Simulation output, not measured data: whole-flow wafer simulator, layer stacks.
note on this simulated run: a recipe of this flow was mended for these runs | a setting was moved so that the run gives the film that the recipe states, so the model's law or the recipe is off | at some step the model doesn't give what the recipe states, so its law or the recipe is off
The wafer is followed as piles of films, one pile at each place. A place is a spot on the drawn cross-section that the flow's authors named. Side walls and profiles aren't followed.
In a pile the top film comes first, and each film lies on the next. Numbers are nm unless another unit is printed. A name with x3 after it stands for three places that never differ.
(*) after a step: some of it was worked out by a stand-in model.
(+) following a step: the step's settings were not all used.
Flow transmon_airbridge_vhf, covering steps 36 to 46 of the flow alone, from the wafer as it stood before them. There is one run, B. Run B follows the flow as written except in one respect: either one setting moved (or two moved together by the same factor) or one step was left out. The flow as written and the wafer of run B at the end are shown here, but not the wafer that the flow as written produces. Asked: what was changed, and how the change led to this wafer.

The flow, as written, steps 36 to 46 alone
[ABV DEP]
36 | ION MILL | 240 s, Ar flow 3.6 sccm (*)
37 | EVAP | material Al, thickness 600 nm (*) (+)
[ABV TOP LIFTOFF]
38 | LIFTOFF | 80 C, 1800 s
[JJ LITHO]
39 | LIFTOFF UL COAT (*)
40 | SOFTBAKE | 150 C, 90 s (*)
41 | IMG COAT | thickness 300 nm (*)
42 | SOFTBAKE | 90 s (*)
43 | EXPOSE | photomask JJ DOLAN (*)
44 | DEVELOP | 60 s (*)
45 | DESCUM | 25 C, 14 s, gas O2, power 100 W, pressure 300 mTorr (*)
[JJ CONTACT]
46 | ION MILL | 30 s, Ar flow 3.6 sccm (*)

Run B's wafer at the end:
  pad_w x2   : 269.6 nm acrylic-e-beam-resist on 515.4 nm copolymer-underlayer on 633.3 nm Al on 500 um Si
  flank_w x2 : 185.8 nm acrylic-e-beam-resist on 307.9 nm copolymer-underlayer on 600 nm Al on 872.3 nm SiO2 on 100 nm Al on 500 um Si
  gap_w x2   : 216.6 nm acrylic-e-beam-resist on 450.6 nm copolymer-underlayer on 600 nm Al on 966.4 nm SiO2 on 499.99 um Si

What caused this: step 36, ION MILL: 336 s was run, whereas the flow has 240 s.

The path from the change to this, step by step:
  36 | ION MILL | 240 s, Ar flow 3.6 sccm (*)
      field x3, jj_line, ground_far, trace_open_s x2, margin_s, margin_n: i-line-resist loses 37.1 (as written it would have been: i-line-resist loses 26.5)
      flank_w x2, gap_w x2, cpw_trace, bridge_strip: SiO2 loses 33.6 (as written it would have been: SiO2 loses 24)
      (as well as at 2 more places)
  38 | LIFTOFF | 80 C, 1800 s
      margin_s: Al loses 600 (all of it), i-line-resist loses 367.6 (all of it), lift-off-underlayer loses 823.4 (all of it), acrylic-e-beam-resist loses 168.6 (all of it) (as written it would have been: Al loses 600 (all of it), i-line-resist loses 378.2 (all of it), lift-off-underlayer loses 823.4 (all of it), acrylic-e-beam-resist loses 168.6 (all of it))
      margin_n: Al loses 600 (all of it), i-line-resist loses 367.7 (all of it), lift-off-underlayer loses 823.4 (all of it), acrylic-e-beam-resist loses 168.6 (all of it) (as written it would have been: Al loses 600 (all of it), i-line-resist loses 378.2 (all of it), lift-off-underlayer loses 823.4 (all of it), acrylic-e-beam-resist loses 168.6 (all of it))
